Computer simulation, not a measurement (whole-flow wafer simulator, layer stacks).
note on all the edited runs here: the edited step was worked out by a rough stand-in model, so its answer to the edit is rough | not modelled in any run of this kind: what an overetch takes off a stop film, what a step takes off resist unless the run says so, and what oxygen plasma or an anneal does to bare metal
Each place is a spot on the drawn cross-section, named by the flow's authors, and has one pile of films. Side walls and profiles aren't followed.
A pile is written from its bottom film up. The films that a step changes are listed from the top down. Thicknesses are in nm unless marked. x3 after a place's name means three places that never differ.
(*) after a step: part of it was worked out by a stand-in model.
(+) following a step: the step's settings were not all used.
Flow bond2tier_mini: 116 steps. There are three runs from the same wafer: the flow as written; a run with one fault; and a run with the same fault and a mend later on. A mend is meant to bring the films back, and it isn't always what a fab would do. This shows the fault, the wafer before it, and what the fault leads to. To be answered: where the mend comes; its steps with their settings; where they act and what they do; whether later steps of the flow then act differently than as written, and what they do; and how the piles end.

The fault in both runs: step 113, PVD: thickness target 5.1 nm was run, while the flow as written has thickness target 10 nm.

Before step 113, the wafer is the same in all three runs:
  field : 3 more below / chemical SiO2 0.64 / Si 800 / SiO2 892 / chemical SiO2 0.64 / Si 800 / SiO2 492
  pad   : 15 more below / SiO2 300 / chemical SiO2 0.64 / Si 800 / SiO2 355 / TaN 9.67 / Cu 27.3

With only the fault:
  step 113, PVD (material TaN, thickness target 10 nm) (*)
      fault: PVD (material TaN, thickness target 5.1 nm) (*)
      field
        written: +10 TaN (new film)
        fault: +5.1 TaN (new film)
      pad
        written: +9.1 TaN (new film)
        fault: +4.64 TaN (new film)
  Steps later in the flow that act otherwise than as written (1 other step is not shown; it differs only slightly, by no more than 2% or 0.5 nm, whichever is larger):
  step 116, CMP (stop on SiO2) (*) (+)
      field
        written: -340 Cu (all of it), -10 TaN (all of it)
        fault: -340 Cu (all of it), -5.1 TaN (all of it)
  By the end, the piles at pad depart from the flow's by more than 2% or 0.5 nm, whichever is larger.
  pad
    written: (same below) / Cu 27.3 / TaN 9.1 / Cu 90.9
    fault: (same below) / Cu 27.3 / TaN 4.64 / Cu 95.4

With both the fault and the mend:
  After step 113 comes the mend.
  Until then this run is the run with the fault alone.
  step 113a, PVD (material TaN, thickness target 4.9 nm) (*) (a further turn of the flow's step 113, with different settings)
      field
        +4.9 TaN
      pad
        +4.46 TaN
  None of the later steps of the flow acts differently than as written at any place that is followed.
  At every place that both follow, the piles at the end match the flow's.
